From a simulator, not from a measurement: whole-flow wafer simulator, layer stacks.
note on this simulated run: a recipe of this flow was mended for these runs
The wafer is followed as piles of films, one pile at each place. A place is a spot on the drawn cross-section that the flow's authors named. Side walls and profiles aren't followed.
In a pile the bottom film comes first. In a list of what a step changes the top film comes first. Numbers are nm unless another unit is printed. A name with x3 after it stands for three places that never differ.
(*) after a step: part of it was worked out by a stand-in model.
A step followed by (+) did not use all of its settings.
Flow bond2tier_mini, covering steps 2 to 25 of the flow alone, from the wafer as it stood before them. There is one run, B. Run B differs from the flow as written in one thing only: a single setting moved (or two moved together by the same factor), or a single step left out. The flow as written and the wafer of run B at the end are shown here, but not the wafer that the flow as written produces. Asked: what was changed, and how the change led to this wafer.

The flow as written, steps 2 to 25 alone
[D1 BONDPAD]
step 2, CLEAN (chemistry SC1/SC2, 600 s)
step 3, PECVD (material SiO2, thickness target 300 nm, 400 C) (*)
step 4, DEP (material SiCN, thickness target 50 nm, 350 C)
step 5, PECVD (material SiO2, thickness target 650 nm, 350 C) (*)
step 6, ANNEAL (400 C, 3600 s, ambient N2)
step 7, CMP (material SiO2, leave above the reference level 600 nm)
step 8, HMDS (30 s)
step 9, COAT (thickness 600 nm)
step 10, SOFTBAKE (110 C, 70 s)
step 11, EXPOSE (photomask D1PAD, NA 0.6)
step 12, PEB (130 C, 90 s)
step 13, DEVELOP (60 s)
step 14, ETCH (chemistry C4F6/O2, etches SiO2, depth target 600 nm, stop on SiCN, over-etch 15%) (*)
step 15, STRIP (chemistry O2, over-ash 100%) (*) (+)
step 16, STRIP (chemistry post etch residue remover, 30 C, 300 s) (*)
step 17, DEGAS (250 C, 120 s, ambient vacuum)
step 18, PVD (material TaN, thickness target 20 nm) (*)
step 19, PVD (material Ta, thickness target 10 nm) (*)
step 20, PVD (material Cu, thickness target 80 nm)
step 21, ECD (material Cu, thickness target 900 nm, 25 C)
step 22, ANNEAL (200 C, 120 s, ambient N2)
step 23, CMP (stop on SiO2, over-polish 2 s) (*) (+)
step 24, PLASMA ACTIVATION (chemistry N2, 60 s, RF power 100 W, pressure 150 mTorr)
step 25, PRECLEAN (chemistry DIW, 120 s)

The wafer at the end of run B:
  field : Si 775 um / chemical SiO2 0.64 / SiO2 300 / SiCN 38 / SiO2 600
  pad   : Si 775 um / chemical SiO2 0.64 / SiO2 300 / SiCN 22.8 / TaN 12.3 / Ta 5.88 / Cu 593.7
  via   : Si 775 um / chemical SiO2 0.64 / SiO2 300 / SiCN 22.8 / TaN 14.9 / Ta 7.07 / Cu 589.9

Cause: step 4, DEP: thickness target 38 nm was run, though the flow has thickness target 50 nm.
The wafer lets one read it off: field has SiCN 38, and step 4 as written asks for 50 nm.

How this came from the change, step by step:
  step 4, DEP (material SiCN, thickness target 50 nm, 350 C)
      field, pad, via: SiCN gains 38 (new film) (as written it would have been: SiCN gains 50 (new film))
